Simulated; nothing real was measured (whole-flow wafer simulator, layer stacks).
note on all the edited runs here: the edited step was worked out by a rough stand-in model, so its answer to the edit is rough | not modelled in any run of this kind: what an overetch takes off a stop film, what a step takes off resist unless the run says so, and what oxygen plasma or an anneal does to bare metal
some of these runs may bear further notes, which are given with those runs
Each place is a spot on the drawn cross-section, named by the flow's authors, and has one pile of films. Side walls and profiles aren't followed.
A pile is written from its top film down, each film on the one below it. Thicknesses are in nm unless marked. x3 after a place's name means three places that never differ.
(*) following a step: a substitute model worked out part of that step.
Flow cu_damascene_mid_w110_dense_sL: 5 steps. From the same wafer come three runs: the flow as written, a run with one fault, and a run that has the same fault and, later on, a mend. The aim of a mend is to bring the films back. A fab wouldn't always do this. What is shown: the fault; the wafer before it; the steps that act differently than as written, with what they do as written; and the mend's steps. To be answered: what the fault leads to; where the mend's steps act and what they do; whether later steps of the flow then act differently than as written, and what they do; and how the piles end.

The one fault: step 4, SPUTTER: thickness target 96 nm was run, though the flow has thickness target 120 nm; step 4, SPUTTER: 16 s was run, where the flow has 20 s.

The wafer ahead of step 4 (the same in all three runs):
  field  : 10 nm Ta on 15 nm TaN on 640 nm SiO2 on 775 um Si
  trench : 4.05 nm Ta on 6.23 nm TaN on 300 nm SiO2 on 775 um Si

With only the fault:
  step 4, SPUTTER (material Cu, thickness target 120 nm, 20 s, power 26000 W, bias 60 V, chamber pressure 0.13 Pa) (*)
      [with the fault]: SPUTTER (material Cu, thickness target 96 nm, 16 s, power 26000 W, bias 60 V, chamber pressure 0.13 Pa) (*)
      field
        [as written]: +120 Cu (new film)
        [with the fault]: +96 Cu (new film)
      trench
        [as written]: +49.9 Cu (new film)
        [with the fault]: +39.9 Cu (new film)
  Later steps of the flow acting differently than as written:
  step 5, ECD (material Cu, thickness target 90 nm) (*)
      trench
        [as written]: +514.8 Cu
        [with the fault]: +500.8 Cu
  By the end, the piles at field, trench depart from the flow's by more than 2% or 0.5 nm, whichever is larger.
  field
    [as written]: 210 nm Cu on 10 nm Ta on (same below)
    [with the fault]: 186 nm Cu on 10 nm Ta on (same below)
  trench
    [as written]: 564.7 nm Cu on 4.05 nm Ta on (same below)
    [with the fault]: 540.7 nm Cu on 4.05 nm Ta on (same below)

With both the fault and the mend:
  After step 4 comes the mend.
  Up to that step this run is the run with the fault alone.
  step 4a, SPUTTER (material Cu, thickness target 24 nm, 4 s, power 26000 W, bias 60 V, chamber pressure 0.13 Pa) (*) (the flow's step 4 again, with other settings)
      field
        +24 Cu
      trench
        +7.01 Cu
  None of the later steps of the flow differs from how it acts as written, at any place that is followed, by more than 2% or 0.5 nm, whichever is larger.
  At every place that both follow, the piles at the end match the flow's.
